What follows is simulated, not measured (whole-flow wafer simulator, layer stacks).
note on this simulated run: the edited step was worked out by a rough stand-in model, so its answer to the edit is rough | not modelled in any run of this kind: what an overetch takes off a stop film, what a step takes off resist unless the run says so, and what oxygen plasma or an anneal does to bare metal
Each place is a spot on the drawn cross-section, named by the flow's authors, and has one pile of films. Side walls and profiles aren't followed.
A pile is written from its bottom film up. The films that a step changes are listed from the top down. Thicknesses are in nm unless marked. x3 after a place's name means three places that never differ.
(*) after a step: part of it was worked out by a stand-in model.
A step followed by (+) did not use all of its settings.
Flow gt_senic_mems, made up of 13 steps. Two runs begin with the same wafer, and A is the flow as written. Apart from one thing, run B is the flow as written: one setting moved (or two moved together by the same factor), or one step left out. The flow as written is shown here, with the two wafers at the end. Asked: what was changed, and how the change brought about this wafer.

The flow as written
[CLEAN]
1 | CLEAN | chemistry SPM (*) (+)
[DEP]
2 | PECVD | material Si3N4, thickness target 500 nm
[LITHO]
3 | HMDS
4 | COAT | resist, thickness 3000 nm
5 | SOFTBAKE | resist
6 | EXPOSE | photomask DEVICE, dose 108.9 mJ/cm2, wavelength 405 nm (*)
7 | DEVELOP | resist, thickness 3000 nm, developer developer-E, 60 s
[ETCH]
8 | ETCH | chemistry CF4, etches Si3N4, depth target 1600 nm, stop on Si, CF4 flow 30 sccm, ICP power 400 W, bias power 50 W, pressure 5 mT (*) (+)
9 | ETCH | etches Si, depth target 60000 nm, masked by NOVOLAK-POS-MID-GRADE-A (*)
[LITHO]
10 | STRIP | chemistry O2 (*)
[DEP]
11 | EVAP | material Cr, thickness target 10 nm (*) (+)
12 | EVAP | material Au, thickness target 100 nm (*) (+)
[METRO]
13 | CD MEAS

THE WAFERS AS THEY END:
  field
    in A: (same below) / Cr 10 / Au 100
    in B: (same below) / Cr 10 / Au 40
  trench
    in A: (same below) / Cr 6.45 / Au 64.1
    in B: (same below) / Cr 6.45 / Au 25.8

Cause: step 12, EVAP: thickness target 40 nm was run, though the flow has thickness target 100 nm.
One can read it off the wafer: field has Au 40, and step 12 as written asks for 100 nm.

The path from the change to this, step by step:
  12 | EVAP | material Au, thickness target 100 nm (*) (+)
      field: A Au gains 100 (new film) | B Au gains 40 (new film)
      trench: A Au gains 64.1 (new film) | B Au gains 25.8 (new film)
